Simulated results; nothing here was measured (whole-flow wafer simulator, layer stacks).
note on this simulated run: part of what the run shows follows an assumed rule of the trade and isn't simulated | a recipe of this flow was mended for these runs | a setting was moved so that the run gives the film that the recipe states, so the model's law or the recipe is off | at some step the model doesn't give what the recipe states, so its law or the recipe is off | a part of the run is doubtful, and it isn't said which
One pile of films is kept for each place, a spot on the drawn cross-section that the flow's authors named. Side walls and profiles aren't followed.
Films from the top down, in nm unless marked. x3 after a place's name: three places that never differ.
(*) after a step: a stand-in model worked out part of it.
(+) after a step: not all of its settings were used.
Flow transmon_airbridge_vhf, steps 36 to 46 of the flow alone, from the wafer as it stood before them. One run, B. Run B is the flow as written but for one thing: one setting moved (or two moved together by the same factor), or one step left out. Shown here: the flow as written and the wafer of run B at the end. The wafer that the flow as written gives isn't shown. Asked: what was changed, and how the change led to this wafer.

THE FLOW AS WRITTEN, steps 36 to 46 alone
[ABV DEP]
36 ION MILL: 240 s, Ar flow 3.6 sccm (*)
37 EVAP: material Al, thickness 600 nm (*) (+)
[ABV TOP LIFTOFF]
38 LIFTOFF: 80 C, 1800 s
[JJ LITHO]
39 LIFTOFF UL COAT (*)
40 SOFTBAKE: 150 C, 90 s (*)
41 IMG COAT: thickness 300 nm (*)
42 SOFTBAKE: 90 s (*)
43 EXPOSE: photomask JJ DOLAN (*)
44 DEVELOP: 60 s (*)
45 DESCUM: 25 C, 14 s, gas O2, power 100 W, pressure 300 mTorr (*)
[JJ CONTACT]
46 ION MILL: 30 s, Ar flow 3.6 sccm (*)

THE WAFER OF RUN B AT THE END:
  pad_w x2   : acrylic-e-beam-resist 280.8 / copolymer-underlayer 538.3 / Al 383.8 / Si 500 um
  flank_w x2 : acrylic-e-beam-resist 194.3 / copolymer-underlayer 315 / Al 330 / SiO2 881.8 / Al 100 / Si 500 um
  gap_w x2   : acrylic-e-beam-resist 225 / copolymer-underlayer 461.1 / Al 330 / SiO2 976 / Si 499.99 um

The cause: step 37, EVAP: thickness 330 nm was run, where the flow has thickness 600 nm.
It can be read off the wafer: flank_w x2 has Al 330, and step 37 as written asks for 600 nm.

How the change led to this, step by step:
  37 EVAP: material Al, thickness 600 nm (*) (+)
      field x3, jj_line, ground_far and 10 more: Al +330 (new film) (as written it would be: Al +600 (new film))
      pad_w x2: Al +325.1 (as written it would be: Al +591.1)
  38 LIFTOFF: 80 C, 1800 s
      field x3, jj_line, trace_open_s x2: Al -330 (all of it), i-line-resist -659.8 (all of it), lift-off-underlayer -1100 (all of it), acrylic-e-beam-resist -240 (all of it) (as written it would be: Al -600 (all of it), i-line-resist -659.8 (all of it), lift-off-underlayer -1100 (all of it), acrylic-e-beam-resist -240 (all of it))
      margin_s, margin_n: Al -330 (all of it), i-line-resist -378.2 (all of it), lift-off-underlayer -823.4 (all of it), acrylic-e-beam-resist -168.6 (all of it) (as written it would be: Al -600 (all of it), i-line-resist -378.2 (all of it), lift-off-underlayer -823.4 (all of it), acrylic-e-beam-resist -168.6 (all of it))
      (and at 1 more place)
  39 LIFTOFF UL COAT (*)
      pad_w x2: copolymer-underlayer +538.3 (new film) (as written it would be: copolymer-underlayer +513.6 (new film))
      flank_w x2: copolymer-underlayer +315 (new film) (as written it would be: copolymer-underlayer +308 (new film))
      (and at 6 more places)
  41 IMG COAT: thickness 300 nm (*)
      pad_w x2: acrylic-e-beam-resist +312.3 (new film) (as written it would be: acrylic-e-beam-resist +300.2 (new film))
      flank_w x2: acrylic-e-beam-resist +225.9 (new film) (as written it would be: acrylic-e-beam-resist +217.1 (new film))
      (and at 4 more places)
